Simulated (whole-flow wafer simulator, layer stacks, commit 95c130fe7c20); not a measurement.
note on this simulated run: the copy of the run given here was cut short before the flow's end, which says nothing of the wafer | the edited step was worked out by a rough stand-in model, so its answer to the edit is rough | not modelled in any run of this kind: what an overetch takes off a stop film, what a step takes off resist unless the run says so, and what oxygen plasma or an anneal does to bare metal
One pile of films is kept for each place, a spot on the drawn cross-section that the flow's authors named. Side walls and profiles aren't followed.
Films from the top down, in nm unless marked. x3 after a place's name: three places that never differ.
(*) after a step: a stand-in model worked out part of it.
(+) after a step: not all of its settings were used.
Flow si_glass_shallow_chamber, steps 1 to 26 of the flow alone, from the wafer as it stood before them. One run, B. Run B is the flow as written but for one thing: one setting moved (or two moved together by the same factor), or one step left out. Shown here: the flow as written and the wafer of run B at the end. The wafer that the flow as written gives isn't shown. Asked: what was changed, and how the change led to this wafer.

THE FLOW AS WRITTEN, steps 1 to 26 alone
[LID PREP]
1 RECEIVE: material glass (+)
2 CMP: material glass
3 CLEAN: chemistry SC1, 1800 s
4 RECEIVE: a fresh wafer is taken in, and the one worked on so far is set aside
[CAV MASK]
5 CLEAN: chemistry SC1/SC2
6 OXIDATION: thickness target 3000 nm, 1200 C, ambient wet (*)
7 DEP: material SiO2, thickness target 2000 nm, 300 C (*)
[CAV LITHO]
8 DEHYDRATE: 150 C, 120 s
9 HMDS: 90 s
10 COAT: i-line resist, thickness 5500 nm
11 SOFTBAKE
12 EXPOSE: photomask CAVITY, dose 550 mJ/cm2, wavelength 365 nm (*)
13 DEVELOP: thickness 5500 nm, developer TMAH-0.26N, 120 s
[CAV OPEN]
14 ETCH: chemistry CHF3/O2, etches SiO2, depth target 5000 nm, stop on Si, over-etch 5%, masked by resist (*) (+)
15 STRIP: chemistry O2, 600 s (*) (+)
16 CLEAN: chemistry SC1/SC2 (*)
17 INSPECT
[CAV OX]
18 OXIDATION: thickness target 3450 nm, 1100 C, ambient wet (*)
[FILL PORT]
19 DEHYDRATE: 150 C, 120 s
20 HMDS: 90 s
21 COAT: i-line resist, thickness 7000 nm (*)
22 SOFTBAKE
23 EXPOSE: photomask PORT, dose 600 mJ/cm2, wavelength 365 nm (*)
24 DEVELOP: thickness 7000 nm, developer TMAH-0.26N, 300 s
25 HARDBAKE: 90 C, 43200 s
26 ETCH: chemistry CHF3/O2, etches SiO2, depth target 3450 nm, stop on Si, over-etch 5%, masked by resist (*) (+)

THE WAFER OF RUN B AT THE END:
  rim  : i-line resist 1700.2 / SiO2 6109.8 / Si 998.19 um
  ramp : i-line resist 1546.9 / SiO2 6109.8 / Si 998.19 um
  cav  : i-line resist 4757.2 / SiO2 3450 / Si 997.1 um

The cause: step 14, ETCH: over-etch 6.13% was run, where the flow has over-etch 5%.

How the change led to this, step by step:
  14 ETCH: chemistry CHF3/O2, etches SiO2, depth target 5000 nm, stop on Si, over-etch 5%, masked by resist (*) (+)
      cav, port: SiO2 -5000 (all of it), Si -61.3 (as written it would be: SiO2 -5000 (all of it), Si -50)
  15 STRIP: chemistry O2, 600 s (*) (+)
      rim, ramp, septum, ring: i-line resist -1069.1 (all of it) (as written it would be: i-line resist -1116.2 (all of it))
